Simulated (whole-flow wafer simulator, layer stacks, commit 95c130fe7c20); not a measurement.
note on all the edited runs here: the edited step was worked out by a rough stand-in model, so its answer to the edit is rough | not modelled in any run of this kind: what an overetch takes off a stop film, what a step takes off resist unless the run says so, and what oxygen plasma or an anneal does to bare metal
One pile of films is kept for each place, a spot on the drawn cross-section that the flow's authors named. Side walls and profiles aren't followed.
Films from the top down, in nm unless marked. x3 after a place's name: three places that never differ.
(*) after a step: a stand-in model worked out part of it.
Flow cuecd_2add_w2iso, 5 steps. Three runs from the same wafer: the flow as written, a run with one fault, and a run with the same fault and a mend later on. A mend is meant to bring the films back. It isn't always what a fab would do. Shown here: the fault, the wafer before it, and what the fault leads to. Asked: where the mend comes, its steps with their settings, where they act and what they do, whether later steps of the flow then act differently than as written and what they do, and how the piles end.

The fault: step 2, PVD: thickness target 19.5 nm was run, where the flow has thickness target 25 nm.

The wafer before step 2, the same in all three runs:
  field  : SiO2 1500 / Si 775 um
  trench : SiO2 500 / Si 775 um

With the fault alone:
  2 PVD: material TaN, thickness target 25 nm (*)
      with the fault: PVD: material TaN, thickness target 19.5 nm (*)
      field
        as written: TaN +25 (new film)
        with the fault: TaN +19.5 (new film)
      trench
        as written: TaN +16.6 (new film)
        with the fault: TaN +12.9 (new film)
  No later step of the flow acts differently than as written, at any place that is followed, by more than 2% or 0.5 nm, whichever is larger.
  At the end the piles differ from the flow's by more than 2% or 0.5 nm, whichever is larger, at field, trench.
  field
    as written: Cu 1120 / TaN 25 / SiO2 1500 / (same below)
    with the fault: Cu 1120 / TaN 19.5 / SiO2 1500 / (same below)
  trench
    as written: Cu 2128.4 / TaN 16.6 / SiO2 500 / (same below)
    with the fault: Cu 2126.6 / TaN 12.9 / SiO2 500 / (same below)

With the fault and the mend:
  The mend comes after step 2.
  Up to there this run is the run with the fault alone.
  2a PVD: material TaN, thickness target 5.5 nm (*) (the flow's step 2 once more, with other settings)
      field
        TaN +5.5
      trench
        TaN +3.63
  No later step of the flow acts differently than as written at any place that is followed.
  At the end the piles are the same as the flow's at every place that both follow.
